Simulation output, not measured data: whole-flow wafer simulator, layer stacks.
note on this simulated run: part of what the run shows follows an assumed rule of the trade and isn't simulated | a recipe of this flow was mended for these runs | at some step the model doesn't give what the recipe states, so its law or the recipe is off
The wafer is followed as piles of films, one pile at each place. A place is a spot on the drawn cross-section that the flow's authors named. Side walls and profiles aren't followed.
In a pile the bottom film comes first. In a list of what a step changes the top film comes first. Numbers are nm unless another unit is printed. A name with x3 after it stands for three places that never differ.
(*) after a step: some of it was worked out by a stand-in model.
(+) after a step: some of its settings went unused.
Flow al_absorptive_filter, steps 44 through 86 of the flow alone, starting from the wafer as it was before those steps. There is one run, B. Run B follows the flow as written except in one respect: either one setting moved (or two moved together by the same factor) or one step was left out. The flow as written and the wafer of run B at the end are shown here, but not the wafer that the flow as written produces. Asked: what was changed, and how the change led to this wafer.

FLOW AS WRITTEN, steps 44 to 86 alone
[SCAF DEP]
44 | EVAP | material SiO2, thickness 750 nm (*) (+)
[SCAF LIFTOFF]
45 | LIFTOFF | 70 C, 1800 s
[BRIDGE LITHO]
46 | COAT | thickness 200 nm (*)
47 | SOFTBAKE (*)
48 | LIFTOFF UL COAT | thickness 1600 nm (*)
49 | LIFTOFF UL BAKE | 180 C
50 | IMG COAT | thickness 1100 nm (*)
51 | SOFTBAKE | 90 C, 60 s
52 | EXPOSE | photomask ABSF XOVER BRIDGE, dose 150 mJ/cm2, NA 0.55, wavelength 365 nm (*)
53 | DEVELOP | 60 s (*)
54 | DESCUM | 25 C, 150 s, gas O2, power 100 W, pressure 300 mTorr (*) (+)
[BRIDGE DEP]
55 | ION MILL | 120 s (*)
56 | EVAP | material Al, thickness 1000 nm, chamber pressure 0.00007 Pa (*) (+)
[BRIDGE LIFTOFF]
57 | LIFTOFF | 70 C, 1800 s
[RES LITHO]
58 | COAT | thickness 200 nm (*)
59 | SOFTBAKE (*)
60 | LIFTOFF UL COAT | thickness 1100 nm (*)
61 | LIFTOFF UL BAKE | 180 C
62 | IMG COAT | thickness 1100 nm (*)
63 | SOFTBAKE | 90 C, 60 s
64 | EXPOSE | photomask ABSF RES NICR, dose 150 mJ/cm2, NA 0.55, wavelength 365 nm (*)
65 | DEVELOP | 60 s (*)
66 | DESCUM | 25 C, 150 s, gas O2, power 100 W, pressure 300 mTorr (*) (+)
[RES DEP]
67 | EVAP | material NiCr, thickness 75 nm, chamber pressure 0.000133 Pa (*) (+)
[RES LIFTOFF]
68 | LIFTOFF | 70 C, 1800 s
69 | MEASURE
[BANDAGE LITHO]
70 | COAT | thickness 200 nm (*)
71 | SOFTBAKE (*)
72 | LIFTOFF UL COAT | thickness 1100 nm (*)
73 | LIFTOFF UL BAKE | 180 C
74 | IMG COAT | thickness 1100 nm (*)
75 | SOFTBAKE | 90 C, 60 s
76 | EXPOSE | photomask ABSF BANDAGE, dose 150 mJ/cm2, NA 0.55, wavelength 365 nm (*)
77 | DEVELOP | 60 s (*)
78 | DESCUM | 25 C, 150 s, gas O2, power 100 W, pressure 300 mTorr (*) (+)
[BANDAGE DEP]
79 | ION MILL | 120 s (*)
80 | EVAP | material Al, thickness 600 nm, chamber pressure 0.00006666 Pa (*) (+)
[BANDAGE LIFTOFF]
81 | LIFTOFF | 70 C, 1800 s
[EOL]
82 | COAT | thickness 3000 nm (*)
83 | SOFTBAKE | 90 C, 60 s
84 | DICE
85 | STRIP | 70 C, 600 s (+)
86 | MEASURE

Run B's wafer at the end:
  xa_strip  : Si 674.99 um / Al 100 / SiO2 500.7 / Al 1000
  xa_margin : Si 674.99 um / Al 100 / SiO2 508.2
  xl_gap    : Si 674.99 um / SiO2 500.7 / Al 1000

What caused this: step 44, EVAP: thickness 525 nm was run, though the flow has thickness 750 nm.

The path from the change to this, step by step:
  44 | EVAP | material SiO2, thickness 750 nm (*) (+)
      gnd, pad_far, pad_near and 10 more: +525 SiO2 (new film) (in the flow as written it would be: +750 SiO2 (new film))
      xa_margin: +508.2 SiO2 (new film) (in the flow as written it would be: +726 SiO2 (new film))
  45 | LIFTOFF | 70 C, 1800 s
      gnd, xa_field, xl_land, idc_field: -525 SiO2 (all of it), -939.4 i-line-resist (all of it), -1100 lift-off-underlayer (all of it), -200 acrylic-e-beam-resist (all of it) (in the flow as written it would be: -750 SiO2 (all of it), -939.4 i-line-resist (all of it), -1100 lift-off-underlayer (all of it), -200 acrylic-e-beam-resist (all of it))
      pad_far: -525 SiO2 (all of it), -937 i-line-resist (all of it), -1092.7 lift-off-underlayer (all of it), -198.5 acrylic-e-beam-resist (all of it) (in the flow as written it would be: -750 SiO2 (all of it), -937 i-line-resist (all of it), -1092.7 lift-off-underlayer (all of it), -198.5 acrylic-e-beam-resist (all of it))
      (as well as at 5 more places)
  46 | COAT | thickness 200 nm (*)
      xa_margin: +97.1 acrylic-e-beam-resist (new film) (in the flow as written it would be: +87.1 acrylic-e-beam-resist (new film))
      xa_strip: +173.7 acrylic-e-beam-resist (new film) (in the flow as written it would be: +156.7 acrylic-e-beam-resist (new film))
      (as well as at 2 more places)
  48 | LIFTOFF UL COAT | thickness 1600 nm (*)
      xa_margin: +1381 lift-off-underlayer (new film) (in the flow as written it would be: +1268 lift-off-underlayer (new film))
      xa_strip: +1317.3 lift-off-underlayer (new film) (in the flow as written it would be: +1219 lift-off-underlayer (new film))
      (as well as at 3 more places)
  50 | IMG COAT | thickness 1100 nm (*)
      xa_margin: +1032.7 i-line-resist (new film) (in the flow as written it would be: +995.2 i-line-resist (new film))
      xa_strip: +1010.4 i-line-resist (new film) (in the flow as written it would be: +962 i-line-resist (new film))
      (as well as at 2 more places)
  51 | SOFTBAKE | 90 C, 60 s
      xa_strip: -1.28 i-line-resist (in the flow as written it would be: -1.93 i-line-resist)
      xl_turn: -1.18 i-line-resist (in the flow as written it would be: -1.83 i-line-resist)
  53 | DEVELOP | 60 s (*)
      xa_strip: -1009.1 i-line-resist (all of it), -1317.3 lift-off-underlayer (all of it) (in the flow as written it would be: -960.1 i-line-resist (all of it), -1219 lift-off-underlayer (all of it))
      xl_land: -1110.9 i-line-resist (all of it), -1670 lift-off-underlayer (all of it) (in the flow as written it would be: -1117.3 i-line-resist (all of it), -1706.9 lift-off-underlayer (all of it))
      (as well as at 2 more places)
  54 | DESCUM | 25 C, 150 s, gas O2, power 100 W, pressure 300 mTorr (*) (+)
      xa_strip: -173.7 acrylic-e-beam-resist (all of it) (in the flow as written it would be: -156.7 acrylic-e-beam-resist (all of it))
      xl_gap: -120.8 acrylic-e-beam-resist (all of it) (in the flow as written it would be: -97.9 acrylic-e-beam-resist (all of it))
      (as well as at 1 more place)
  57 | LIFTOFF | 70 C, 1800 s
      xa_margin: -1000 Al (all of it), -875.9 i-line-resist (all of it), -1381 lift-off-underlayer (all of it), -97.1 acrylic-e-beam-resist (all of it) (in the flow as written it would be: -1000 Al (all of it), -836.1 i-line-resist (all of it), -1268 lift-off-underlayer (all of it), -87.1 acrylic-e-beam-resist (all of it))
  58 | COAT | thickness 200 nm (*)
      xa_margin: +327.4 acrylic-e-beam-resist (new film) (in the flow as written it would be: +288.1 acrylic-e-beam-resist (new film))
      xa_strip: +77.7 acrylic-e-beam-resist (new film) (in the flow as written it would be: +66.9 acrylic-e-beam-resist (new film))
      (as well as at 2 more places)
  60 | LIFTOFF UL COAT | thickness 1100 nm (*)
      xa_margin: +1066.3 lift-off-underlayer (new film) (in the flow as written it would be: +1021 lift-off-underlayer (new film))
      xa_strip: +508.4 lift-off-underlayer (new film) (in the flow as written it would be: +459.8 lift-off-underlayer (new film))
      (as well as at 2 more places)
  62 | IMG COAT | thickness 1100 nm (*)
      xa_margin: +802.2 i-line-resist (new film) (in the flow as written it would be: +741.1 i-line-resist (new film))
      xa_strip: +660.4 i-line-resist (new film) (in the flow as written it would be: +577.9 i-line-resist (new film))
      (as well as at 2 more places)
  63 | SOFTBAKE | 90 C, 60 s
      xl_turn: -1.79 i-line-resist (in the flow as written it would be: -2.67 i-line-resist)
  68 | LIFTOFF | 70 C, 1800 s
      xa_margin: -75 NiCr (all of it), -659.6 i-line-resist (all of it), -1066.3 lift-off-underlayer (all of it), -327.4 acrylic-e-beam-resist (all of it) (in the flow as written it would be: -75 NiCr (all of it), -598.1 i-line-resist (all of it), -1021 lift-off-underlayer (all of it), -288.1 acrylic-e-beam-resist (all of it))
      xa_strip: -75 NiCr (all of it), -515.8 i-line-resist (all of it), -508.4 lift-off-underlayer (all of it), -77.7 acrylic-e-beam-resist (all of it) (in the flow as written it would be: -75 NiCr (all of it), -433.3 i-line-resist (all of it), -459.8 lift-off-underlayer (all of it), -66.9 acrylic-e-beam-resist (all of it))
      (as well as at 2 more places)
  70 | COAT | thickness 200 nm (*)
      xa_margin: +327.4 acrylic-e-beam-resist (new film) (in the flow as written it would be: +288.1 acrylic-e-beam-resist (new film))
      xa_strip: +77.7 acrylic-e-beam-resist (new film) (in the flow as written it would be: +66.9 acrylic-e-beam-resist (new film))
      (as well as at 2 more places)
  72 | LIFTOFF UL COAT | thickness 1100 nm (*)
      xa_margin: +1066.3 lift-off-underlayer (new film) (in the flow as written it would be: +1021 lift-off-underlayer (new film))
      xa_strip: +508.4 lift-off-underlayer (new film) (in the flow as written it would be: +459.8 lift-off-underlayer (new film))
      (as well as at 2 more places)
  ... 5 other steps ...
  85 | STRIP | 70 C, 600 s (+)
      xa_margin: -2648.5 i-line-resist (all of it) (in the flow as written it would be: -2469.3 i-line-resist (all of it))
      xa_strip: -1661.1 i-line-resist (all of it) (in the flow as written it would be: -1477 i-line-resist (all of it))
      (as well as at 2 more places)
